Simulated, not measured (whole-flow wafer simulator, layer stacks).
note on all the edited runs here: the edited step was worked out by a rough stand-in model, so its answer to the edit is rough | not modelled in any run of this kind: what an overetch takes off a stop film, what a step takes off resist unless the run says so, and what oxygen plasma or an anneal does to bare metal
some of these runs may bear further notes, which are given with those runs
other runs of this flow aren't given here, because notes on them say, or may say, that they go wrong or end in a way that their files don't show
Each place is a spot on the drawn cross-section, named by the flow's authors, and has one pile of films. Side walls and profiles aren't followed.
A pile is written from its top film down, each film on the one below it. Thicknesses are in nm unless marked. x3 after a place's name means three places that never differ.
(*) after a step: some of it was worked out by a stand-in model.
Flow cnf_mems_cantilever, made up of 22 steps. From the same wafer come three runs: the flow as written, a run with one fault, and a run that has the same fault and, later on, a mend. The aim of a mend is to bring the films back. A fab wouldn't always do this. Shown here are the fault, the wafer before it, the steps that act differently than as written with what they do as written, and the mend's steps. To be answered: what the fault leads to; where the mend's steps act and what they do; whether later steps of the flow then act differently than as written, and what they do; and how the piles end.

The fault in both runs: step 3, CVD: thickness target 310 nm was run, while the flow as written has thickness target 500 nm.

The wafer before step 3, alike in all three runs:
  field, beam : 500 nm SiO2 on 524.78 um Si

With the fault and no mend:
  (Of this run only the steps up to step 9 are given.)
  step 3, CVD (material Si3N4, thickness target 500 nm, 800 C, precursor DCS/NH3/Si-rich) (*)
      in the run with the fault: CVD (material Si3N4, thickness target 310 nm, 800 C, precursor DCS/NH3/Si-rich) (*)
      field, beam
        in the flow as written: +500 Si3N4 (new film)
        in the run with the fault: +310 Si3N4 (new film)
  Every later step of the flow up to step 9 that is run acts as written at every place that is followed.
  The piles after step 9 differ from the flow's at field, beam by more than 2% or 0.5 nm, whichever is larger.
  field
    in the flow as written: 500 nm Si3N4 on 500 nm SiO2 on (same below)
    in the run with the fault: 310 nm Si3N4 on 500 nm SiO2 on (same below)
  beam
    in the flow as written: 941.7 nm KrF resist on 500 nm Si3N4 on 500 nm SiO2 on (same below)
    in the run with the fault: 941.7 nm KrF resist on 310 nm Si3N4 on 500 nm SiO2 on (same below)

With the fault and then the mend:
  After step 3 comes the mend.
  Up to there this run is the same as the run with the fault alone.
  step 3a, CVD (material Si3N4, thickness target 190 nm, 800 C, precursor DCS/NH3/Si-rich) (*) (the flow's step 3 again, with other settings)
      field, beam
        +190 Si3N4
  Every later step of the flow that is run acts as written at every place that is followed.
  By the end, the piles equal the flow's at every place that both follow.
